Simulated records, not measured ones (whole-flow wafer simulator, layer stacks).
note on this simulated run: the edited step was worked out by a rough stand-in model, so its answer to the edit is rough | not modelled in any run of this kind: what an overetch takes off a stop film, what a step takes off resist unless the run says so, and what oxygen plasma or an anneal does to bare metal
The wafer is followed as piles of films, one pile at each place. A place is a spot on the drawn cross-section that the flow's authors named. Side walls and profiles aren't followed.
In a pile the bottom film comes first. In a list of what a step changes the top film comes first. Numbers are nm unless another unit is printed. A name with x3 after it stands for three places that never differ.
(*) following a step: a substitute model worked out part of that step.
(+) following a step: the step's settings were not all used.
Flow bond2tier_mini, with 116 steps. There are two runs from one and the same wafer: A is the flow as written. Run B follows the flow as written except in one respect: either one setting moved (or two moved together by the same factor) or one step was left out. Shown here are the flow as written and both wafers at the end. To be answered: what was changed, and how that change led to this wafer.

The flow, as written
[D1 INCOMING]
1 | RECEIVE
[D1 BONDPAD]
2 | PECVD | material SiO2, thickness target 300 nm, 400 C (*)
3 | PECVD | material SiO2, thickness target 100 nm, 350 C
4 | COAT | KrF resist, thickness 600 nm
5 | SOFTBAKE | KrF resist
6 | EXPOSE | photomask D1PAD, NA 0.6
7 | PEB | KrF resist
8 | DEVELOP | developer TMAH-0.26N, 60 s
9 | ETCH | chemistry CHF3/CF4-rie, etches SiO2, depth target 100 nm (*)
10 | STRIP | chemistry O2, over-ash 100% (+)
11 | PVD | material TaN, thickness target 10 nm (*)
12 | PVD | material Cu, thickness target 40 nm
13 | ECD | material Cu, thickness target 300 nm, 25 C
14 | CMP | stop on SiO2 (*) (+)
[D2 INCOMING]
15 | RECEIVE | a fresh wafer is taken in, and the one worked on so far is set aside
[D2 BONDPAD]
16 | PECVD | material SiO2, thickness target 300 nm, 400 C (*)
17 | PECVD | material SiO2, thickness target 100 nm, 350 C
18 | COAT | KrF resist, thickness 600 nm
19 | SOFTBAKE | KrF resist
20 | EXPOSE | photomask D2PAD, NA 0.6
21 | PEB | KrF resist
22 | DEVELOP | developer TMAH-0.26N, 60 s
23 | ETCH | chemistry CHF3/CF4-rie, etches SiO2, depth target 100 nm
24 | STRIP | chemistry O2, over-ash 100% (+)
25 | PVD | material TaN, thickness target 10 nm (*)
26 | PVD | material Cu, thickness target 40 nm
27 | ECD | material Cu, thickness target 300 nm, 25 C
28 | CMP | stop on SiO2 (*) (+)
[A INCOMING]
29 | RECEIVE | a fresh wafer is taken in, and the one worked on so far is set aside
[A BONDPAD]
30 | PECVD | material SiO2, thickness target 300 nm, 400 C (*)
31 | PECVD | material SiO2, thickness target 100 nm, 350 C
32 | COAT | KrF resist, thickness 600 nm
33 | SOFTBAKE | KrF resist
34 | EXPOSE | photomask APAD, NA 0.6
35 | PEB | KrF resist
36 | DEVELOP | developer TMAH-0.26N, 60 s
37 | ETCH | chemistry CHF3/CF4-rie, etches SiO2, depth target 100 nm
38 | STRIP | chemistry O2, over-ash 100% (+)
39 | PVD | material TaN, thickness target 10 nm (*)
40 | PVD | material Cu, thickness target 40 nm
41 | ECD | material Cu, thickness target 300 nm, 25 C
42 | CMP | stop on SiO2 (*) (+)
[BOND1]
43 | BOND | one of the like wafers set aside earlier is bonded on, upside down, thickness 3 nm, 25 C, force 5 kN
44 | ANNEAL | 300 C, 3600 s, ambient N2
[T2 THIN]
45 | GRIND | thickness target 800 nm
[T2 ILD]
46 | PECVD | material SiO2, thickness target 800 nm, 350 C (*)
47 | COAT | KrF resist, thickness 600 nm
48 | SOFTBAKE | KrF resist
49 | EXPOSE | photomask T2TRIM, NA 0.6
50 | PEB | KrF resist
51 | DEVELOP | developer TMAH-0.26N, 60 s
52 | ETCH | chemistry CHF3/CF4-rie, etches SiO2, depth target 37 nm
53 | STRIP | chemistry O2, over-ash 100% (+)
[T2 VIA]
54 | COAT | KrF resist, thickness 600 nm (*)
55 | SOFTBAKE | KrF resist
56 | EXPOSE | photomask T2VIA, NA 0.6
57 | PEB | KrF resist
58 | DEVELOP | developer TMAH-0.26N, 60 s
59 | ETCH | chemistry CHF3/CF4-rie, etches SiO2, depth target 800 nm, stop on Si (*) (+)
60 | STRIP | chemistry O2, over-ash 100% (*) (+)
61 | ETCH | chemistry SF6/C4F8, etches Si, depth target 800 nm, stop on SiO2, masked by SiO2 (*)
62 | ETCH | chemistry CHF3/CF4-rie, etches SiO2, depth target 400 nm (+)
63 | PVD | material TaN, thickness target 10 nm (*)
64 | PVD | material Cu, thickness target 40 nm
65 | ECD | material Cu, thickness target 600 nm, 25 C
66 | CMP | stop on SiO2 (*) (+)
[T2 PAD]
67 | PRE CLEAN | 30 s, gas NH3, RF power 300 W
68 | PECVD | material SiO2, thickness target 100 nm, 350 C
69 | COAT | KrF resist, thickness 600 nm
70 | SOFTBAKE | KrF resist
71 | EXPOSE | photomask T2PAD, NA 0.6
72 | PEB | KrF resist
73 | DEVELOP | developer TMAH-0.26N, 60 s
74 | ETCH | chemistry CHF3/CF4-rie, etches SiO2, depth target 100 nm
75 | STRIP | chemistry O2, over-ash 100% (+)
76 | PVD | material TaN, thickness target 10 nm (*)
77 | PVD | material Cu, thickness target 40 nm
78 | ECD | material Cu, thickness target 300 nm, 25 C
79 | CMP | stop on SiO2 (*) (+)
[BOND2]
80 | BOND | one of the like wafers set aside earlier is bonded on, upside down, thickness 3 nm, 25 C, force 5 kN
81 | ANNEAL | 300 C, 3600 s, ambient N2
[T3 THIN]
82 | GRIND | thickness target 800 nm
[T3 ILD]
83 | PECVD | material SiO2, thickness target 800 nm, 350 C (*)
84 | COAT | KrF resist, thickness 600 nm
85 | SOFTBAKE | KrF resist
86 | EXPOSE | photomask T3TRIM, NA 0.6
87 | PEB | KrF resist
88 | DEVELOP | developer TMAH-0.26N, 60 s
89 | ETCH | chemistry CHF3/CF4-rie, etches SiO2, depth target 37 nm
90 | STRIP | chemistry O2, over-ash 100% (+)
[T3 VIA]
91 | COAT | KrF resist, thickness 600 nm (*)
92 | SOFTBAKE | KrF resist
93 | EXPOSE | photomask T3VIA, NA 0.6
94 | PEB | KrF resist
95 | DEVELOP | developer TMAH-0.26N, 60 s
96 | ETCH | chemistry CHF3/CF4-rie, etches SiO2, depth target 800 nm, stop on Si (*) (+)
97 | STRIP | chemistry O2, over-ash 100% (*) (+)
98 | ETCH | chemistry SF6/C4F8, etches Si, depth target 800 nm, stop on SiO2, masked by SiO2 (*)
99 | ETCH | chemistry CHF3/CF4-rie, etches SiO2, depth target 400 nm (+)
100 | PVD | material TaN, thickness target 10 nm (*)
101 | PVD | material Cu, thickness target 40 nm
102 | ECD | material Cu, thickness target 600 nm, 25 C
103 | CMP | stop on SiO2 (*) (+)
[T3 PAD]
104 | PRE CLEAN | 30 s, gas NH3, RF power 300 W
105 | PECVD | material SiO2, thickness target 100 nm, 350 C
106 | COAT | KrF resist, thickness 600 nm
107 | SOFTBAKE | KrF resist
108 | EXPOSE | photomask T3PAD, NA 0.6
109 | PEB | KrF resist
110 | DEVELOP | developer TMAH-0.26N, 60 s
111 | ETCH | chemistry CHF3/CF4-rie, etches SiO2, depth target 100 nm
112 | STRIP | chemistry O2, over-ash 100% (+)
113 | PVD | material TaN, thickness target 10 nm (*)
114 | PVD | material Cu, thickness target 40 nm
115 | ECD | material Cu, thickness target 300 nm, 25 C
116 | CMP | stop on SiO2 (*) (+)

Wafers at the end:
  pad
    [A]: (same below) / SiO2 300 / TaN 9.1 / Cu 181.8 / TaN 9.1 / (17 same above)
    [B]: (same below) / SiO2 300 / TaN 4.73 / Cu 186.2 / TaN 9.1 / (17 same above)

What caused this: step 39, PVD: thickness target 5.2 nm was run, while the flow as written has thickness target 10 nm.

How this came from the change, step by step:
  39 | PVD | material TaN, thickness target 10 nm (*)
      field: A +10 TaN (new film) | B +5.2 TaN (new film)
      pad: A +9.1 TaN (new film) | B +4.73 TaN (new film)
      (also at 1 further place)
  42 | CMP | stop on SiO2 (*) (+)
      field: A -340 Cu (all of it), -10 TaN (all of it) | B -340 Cu (all of it), -5.2 TaN (all of it)
